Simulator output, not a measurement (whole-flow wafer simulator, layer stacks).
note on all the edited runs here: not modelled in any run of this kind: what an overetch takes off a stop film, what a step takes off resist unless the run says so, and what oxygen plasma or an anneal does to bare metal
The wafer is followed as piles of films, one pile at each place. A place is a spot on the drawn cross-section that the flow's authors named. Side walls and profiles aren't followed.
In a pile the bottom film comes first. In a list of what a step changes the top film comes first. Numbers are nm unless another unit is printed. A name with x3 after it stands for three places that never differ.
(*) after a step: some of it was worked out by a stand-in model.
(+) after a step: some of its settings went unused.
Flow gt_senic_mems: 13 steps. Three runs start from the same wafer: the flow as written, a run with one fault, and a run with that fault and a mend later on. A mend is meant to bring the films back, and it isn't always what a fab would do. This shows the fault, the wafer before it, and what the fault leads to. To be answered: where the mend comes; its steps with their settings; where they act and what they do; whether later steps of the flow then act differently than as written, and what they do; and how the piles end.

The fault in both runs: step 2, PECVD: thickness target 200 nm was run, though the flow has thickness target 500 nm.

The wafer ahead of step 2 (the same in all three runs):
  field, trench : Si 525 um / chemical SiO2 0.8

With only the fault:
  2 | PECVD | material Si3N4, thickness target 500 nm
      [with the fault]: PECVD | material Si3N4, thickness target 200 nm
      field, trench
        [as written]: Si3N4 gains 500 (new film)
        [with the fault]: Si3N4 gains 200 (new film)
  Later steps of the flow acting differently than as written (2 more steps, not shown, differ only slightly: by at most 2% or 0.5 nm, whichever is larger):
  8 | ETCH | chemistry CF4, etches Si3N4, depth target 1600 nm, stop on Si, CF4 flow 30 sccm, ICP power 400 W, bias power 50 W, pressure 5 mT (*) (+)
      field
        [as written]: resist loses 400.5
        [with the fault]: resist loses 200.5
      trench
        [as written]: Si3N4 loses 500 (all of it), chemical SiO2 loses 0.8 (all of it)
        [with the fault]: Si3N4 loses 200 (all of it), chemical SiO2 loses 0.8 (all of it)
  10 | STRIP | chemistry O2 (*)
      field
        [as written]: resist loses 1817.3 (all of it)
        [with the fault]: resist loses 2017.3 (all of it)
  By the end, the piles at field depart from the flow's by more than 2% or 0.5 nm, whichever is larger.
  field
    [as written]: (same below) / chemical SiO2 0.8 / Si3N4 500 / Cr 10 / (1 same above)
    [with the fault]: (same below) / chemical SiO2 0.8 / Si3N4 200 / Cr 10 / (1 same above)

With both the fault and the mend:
  After step 2 comes the mend.
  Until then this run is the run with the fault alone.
  2a | PECVD | material Si3N4, thickness target 300 nm (the flow's step 2, run once more with other settings)
      field, trench
        Si3N4 gains 300
  None of the later steps of the flow acts differently than as written at any place that is followed.
  At every place that both follow, the piles at the end match the flow's.
